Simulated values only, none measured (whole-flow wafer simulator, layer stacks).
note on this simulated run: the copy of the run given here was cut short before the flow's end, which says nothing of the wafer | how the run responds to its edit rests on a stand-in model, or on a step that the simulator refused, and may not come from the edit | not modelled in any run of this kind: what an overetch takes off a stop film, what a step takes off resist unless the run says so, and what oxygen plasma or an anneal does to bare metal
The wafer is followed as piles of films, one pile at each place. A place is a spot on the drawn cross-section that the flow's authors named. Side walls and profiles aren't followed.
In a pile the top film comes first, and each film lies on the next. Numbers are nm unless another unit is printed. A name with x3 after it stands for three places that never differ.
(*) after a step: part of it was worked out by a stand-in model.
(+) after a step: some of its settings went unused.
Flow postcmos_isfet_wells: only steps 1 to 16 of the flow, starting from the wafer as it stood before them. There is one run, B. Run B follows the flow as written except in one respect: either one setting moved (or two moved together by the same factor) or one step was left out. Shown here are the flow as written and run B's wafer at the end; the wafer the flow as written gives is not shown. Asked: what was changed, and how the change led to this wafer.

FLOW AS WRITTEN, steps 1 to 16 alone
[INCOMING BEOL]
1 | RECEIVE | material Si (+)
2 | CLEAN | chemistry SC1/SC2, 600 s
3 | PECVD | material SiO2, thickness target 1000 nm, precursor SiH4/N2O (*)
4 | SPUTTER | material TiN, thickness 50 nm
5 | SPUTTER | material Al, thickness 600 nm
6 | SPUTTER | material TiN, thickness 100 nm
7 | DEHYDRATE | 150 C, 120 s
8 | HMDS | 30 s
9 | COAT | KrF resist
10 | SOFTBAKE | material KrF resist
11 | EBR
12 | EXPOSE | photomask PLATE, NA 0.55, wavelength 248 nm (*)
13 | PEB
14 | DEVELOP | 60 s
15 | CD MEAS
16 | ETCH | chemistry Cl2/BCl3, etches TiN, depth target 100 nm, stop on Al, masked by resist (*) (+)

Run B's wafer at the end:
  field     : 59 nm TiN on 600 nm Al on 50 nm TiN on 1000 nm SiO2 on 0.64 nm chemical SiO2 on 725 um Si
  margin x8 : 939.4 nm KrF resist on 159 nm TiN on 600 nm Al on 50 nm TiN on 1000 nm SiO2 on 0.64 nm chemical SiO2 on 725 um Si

Cause: step 6, SPUTTER: thickness 159 nm was run, while the flow as written has thickness 100 nm.
The wafer lets one read it off: margin x8 has TiN 159, and step 6 as written asks for 100 nm.

Step by step, how the change led to this:
  6 | SPUTTER | material TiN, thickness 100 nm
      field, margin x8: +159 TiN (new film) (as written it would have been: +100 TiN (new film))
  16 | ETCH | chemistry Cl2/BCl3, etches TiN, depth target 100 nm, stop on Al, masked by resist (*) (+)
      field: -100 TiN (as written it would have been: -100 TiN (all of it))
